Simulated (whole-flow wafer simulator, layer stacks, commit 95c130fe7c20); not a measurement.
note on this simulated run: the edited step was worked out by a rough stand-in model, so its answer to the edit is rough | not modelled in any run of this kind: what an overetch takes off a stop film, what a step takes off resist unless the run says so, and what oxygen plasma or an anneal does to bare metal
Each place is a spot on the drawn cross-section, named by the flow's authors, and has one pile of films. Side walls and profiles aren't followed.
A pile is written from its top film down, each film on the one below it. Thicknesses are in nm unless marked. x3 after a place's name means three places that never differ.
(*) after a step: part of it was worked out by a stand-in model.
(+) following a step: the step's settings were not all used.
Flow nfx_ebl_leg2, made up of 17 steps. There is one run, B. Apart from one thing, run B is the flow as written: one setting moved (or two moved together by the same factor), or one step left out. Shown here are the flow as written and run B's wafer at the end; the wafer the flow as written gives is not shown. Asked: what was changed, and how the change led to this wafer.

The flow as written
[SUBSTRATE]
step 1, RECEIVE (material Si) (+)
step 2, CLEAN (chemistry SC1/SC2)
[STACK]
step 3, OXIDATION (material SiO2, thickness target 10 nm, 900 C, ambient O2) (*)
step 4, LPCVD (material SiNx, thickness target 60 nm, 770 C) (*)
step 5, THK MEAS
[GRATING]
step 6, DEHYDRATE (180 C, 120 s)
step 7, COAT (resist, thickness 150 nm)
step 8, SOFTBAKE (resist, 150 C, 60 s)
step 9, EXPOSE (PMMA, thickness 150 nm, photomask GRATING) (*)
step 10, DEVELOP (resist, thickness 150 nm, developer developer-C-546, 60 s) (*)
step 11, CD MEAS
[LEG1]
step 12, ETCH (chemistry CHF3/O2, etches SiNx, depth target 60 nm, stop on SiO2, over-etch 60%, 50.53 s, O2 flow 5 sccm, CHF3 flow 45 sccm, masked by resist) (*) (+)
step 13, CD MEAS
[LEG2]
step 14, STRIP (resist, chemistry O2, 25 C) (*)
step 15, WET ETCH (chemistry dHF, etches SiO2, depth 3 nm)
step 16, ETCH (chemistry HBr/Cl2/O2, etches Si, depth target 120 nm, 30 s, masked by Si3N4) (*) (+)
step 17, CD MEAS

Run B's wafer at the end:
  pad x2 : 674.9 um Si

Cause: step 16, ETCH: depth target 99 nm was run, though the flow has depth target 120 nm.

Step by step, how the change led to this:
  step 16, ETCH (chemistry HBr/Cl2/O2, etches Si, depth target 120 nm, 30 s, masked by Si3N4) (*) (+)
      pad x2: -99 Si (as written it would have been: -120 Si)
